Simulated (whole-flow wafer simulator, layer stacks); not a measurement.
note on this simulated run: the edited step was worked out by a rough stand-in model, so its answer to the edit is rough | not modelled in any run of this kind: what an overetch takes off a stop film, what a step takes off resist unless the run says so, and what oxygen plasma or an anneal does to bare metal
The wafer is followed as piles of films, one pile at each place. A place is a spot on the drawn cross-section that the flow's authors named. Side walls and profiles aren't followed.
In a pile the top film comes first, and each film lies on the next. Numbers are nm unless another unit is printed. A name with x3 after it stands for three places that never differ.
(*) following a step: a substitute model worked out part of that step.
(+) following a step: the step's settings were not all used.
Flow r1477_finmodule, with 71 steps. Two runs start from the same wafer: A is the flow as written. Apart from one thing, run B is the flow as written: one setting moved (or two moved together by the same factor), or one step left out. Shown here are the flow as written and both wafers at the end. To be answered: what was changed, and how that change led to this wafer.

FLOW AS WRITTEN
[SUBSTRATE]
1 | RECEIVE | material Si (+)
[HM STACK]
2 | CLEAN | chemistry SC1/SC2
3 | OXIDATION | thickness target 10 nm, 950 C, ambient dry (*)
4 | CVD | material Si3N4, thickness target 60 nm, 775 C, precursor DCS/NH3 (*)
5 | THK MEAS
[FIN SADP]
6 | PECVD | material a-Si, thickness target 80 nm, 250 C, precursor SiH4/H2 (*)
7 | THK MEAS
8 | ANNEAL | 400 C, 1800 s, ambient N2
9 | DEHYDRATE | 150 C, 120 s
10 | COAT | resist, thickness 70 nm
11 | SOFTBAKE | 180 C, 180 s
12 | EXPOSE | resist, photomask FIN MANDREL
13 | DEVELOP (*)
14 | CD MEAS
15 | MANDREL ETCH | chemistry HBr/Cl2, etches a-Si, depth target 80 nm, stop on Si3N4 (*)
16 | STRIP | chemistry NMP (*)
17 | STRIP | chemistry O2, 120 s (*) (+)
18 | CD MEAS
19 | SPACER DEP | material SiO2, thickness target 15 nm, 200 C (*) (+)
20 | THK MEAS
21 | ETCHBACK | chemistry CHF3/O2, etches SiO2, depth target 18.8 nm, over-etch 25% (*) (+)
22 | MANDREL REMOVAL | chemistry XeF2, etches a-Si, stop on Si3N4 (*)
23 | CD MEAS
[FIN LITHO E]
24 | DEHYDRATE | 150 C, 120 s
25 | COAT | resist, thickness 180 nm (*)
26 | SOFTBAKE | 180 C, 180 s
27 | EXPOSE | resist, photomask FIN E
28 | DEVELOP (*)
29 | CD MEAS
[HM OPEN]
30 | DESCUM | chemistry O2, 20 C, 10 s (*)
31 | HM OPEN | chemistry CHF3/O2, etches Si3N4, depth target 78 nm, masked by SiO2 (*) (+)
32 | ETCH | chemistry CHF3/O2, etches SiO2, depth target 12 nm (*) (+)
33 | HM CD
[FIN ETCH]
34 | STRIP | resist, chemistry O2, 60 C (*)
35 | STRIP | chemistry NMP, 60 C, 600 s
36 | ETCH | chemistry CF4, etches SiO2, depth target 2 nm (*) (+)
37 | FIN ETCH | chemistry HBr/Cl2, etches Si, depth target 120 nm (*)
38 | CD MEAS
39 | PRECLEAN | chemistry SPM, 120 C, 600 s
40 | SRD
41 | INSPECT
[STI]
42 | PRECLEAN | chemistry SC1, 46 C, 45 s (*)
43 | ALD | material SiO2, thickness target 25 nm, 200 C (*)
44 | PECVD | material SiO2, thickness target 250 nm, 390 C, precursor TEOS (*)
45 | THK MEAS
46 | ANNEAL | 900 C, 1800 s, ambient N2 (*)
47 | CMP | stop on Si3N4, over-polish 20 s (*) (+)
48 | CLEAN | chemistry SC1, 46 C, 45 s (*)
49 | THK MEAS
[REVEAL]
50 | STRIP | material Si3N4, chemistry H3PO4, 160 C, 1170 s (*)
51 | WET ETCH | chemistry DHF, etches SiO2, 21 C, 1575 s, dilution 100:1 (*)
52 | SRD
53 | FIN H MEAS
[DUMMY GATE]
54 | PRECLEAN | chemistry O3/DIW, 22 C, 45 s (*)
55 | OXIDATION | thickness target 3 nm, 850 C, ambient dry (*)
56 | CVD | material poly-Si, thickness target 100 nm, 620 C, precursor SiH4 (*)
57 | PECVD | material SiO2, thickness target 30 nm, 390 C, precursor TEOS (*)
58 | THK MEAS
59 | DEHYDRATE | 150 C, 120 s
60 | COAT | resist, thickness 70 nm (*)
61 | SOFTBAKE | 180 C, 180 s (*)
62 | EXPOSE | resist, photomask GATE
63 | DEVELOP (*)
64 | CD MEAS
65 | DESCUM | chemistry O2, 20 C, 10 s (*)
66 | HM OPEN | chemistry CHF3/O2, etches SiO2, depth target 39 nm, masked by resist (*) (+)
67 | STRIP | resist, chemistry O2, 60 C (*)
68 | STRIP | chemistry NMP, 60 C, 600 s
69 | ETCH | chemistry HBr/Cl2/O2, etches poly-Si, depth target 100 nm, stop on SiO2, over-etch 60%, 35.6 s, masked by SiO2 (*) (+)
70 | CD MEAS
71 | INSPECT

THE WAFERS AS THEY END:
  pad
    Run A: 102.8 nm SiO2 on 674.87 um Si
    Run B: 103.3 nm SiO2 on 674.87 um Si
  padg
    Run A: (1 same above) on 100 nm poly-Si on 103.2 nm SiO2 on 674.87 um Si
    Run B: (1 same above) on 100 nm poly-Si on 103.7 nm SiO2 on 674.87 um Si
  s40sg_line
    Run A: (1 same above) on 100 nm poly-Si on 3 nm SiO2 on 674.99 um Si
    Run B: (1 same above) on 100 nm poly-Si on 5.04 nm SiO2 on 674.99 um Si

The reason: step 55, OXIDATION: 892 C was run, though the flow has 850 C.

Step by step, how the change led to this:
  55 | OXIDATION | thickness target 3 nm, 850 C, ambient dry (*)
      pad, padg, e40sg and 12 more: A +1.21 SiO2, -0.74 chemical SiO2 (all of it), -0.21 Si | B +1.72 SiO2, -0.74 chemical SiO2 (all of it), -0.43 Si
      s40sg_line, s45sg_line, s50sg_line, s40so_line, s45so_line, s50so_line: A +3 SiO2 (new film), -0.84 chemical SiO2 (all of it), -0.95 Si | B +5.04 SiO2 (new film), -0.84 chemical SiO2 (all of it), -1.85 Si
  67 | STRIP | resist, chemistry O2, 60 C (*)
      s40sg: A -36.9 resist (all of it) | B -37.7 resist (all of it)
